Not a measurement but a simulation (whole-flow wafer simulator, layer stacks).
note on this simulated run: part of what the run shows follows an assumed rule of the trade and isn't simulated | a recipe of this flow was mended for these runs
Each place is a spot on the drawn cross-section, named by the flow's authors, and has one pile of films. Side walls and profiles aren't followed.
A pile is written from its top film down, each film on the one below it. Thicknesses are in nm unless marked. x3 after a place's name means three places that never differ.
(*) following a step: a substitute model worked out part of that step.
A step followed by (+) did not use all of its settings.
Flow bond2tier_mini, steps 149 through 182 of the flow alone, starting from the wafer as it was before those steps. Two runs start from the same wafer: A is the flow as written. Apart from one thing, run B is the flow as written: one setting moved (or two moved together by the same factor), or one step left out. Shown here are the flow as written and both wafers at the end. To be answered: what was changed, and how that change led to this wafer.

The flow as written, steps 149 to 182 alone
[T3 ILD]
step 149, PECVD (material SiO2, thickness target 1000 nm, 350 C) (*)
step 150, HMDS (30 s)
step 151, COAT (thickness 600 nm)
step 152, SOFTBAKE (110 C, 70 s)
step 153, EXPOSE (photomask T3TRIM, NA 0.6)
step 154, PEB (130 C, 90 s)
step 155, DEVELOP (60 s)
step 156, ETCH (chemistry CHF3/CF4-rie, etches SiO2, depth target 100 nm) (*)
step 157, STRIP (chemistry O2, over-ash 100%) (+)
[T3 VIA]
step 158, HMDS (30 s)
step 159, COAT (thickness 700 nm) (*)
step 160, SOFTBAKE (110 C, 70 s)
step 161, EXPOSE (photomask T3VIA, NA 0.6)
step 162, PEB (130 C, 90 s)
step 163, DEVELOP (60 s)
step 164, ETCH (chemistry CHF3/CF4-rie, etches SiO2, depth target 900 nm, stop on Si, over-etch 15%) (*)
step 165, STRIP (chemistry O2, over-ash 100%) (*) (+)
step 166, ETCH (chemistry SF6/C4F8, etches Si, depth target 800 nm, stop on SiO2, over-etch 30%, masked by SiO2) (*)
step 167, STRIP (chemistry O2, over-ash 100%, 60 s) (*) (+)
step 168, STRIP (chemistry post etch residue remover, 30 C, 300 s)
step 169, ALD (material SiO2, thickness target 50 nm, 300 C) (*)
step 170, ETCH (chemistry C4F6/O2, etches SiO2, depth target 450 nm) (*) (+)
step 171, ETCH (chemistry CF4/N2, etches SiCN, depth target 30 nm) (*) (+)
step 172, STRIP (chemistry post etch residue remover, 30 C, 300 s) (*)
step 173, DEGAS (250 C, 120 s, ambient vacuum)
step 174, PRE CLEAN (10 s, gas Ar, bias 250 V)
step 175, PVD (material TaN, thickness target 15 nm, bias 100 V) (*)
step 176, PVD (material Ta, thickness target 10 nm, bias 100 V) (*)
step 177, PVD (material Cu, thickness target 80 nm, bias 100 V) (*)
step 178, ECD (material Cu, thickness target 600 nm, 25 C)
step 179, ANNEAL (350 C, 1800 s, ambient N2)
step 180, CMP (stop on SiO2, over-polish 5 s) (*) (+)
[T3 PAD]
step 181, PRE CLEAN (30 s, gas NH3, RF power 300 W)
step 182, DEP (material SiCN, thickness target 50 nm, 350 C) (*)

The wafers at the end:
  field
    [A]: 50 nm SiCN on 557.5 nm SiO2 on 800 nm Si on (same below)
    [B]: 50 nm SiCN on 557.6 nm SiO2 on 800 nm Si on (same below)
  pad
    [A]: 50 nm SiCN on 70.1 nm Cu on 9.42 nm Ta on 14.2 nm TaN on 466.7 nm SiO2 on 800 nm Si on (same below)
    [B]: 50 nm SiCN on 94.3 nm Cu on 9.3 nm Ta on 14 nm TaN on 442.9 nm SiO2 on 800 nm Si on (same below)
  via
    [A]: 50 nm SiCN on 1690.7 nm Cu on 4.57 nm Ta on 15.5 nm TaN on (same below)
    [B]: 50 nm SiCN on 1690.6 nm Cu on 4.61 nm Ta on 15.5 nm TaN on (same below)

The reason: step 156, ETCH: depth target 124 nm was run, whereas the flow has depth target 100 nm.

The path from the change to this, step by step:
  step 156, ETCH (chemistry CHF3/CF4-rie, etches SiO2, depth target 100 nm) (*)
      pad, via: A SiO2 loses 100 | B SiO2 loses 124
      field: A thick-KrF-resist loses 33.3 | B thick-KrF-resist loses 41.3
  step 164, ETCH (chemistry CHF3/CF4-rie, etches SiO2, depth target 900 nm, stop on Si, over-etch 15%) (*)
      field, pad: A thick-KrF-resist loses 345 | B thick-KrF-resist loses 335.8
      via: A SiO2 loses 900 (all of it), Si loses 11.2 | B SiO2 loses 876 (all of it), Si loses 13.2
  step 165, STRIP (chemistry O2, over-ash 100%) (*) (+)
      pad: A thick-KrF-resist loses 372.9 (all of it) | B thick-KrF-resist loses 392.6 (all of it)
  step 178, ECD (material Cu, thickness target 600 nm, 25 C)
      pad: A Cu gains 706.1 | B Cu gains 731.3
